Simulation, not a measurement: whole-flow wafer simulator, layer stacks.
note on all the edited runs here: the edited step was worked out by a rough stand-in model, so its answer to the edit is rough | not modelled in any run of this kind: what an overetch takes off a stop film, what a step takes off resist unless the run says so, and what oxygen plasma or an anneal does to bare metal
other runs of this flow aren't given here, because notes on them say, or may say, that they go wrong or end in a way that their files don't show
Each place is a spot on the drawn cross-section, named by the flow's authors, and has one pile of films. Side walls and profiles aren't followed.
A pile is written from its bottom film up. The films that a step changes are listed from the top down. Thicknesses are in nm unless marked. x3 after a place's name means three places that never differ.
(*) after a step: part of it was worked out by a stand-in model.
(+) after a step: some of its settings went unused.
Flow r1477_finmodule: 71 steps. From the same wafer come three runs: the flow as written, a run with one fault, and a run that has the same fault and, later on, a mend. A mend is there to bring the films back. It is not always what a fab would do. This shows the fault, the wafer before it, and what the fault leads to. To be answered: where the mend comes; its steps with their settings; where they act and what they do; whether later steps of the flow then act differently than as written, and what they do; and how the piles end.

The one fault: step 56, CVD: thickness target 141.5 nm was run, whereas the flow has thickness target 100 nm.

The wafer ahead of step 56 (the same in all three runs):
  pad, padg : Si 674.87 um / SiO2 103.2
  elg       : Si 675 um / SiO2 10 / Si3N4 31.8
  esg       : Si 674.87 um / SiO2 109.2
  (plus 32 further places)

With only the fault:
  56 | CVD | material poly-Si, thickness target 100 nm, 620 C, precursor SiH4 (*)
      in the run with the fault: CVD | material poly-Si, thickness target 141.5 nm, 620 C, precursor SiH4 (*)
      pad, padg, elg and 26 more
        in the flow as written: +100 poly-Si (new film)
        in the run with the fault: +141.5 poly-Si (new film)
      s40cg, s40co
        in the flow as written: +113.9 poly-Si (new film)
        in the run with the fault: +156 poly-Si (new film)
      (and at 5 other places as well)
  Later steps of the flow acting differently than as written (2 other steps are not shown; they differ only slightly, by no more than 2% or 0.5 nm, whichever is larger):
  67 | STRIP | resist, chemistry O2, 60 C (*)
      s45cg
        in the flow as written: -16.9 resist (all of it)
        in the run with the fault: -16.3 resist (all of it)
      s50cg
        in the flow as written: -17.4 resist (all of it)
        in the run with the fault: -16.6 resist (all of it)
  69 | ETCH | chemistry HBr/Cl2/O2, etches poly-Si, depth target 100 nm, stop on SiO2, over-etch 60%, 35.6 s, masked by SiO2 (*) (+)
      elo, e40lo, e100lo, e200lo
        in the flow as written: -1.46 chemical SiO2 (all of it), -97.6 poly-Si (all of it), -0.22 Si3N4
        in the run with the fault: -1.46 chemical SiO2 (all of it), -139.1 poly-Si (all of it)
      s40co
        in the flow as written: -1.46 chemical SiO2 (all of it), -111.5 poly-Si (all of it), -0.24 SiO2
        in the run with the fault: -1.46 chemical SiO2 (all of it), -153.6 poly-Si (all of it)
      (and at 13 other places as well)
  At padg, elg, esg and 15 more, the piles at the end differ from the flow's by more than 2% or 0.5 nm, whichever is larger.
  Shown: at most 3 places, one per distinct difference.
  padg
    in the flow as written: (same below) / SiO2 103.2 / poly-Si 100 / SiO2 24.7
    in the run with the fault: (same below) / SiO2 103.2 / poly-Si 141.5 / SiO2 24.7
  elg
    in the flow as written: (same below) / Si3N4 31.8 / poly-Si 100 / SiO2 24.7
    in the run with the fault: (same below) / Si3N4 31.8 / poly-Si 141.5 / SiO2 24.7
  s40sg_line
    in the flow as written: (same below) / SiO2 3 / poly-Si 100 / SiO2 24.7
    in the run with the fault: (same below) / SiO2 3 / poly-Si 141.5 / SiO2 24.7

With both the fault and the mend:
  The mend follows step 56.
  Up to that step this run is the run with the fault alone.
  56a | ETCH | chemistry tmah, depth target 250.7 nm
      pad, padg, elg and 26 more
        -141.5 poly-Si (all of it)
      s40cg, s40co
        -156 poly-Si (all of it)
      s45cg, s45co
        -155.6 poly-Si (all of it)
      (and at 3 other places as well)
  56b | CLEAN | chemistry SC1, 46 C, 45 s (*) (a further turn of the flow's step 48)
      s40sg_line, s45sg_line, s50sg_line, s40so_line, s45so_line, s50so_line
        -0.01 SiO2
  56c | CVD | material poly-Si, thickness target 100 nm, 620 C, precursor SiH4 (*) (a further turn of the flow's step 56)
      pad, padg, elg and 26 more
        +100 poly-Si (new film)
      s40cg, s40co
        +113.9 poly-Si (new film)
      s45cg, s45co
        +113.4 poly-Si (new film)
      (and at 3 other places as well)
  Every later step of the flow that is run acts as written, at every place that is followed, to within 2% or 0.5 nm, whichever is larger.
  At the end the piles are close to the flow's at the places that both follow, differing by at most 2% or 0.5 nm, whichever is larger.
